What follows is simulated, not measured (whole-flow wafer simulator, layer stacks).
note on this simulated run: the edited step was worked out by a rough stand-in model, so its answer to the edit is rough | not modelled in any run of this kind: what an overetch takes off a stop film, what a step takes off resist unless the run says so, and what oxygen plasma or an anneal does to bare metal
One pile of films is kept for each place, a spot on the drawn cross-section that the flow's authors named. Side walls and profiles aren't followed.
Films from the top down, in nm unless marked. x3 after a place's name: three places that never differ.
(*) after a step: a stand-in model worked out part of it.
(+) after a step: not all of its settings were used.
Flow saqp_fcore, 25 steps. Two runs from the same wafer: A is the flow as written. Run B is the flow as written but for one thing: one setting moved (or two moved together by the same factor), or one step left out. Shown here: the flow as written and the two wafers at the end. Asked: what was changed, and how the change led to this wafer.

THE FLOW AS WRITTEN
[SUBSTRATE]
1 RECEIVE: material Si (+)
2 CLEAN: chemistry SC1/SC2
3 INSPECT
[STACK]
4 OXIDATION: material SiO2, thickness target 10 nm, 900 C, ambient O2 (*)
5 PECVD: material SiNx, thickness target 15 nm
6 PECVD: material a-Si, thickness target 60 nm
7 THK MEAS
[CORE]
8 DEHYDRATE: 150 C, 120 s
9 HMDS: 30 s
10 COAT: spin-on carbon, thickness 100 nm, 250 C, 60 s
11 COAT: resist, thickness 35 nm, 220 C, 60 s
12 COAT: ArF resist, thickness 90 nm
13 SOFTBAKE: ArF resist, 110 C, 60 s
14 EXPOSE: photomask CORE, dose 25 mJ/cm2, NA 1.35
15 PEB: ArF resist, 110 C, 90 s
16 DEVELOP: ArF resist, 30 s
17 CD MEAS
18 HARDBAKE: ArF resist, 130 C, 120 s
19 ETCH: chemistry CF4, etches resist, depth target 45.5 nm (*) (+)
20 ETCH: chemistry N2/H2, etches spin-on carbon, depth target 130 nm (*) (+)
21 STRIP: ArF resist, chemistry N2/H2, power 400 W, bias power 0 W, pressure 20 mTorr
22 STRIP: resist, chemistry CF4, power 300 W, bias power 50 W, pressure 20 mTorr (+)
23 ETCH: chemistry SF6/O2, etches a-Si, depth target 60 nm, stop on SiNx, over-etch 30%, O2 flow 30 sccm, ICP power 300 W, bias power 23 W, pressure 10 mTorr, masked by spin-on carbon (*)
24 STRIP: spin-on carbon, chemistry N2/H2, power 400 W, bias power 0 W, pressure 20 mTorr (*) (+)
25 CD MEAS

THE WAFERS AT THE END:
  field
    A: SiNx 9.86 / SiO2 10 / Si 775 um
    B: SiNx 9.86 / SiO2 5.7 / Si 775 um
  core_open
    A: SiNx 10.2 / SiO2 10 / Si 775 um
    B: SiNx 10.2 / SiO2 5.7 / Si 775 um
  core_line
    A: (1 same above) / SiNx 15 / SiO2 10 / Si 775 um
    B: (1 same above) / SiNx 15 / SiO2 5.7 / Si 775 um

The cause: step 4, OXIDATION: thickness target 5.7 nm was run, where the flow has thickness target 10 nm.
It can be read off the wafer: field has SiO2 5.7, and step 4 as written asks for 10 nm.

How the change led to this, step by step:
  4 OXIDATION: material SiO2, thickness target 10 nm, 900 C, ambient O2 (*)
      field, core_open, core_line: A SiO2 +10 (new film), chemical SiO2 -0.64 (all of it), Si -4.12 | B SiO2 +5.7 (new film), chemical SiO2 -0.64 (all of it), Si -2.22
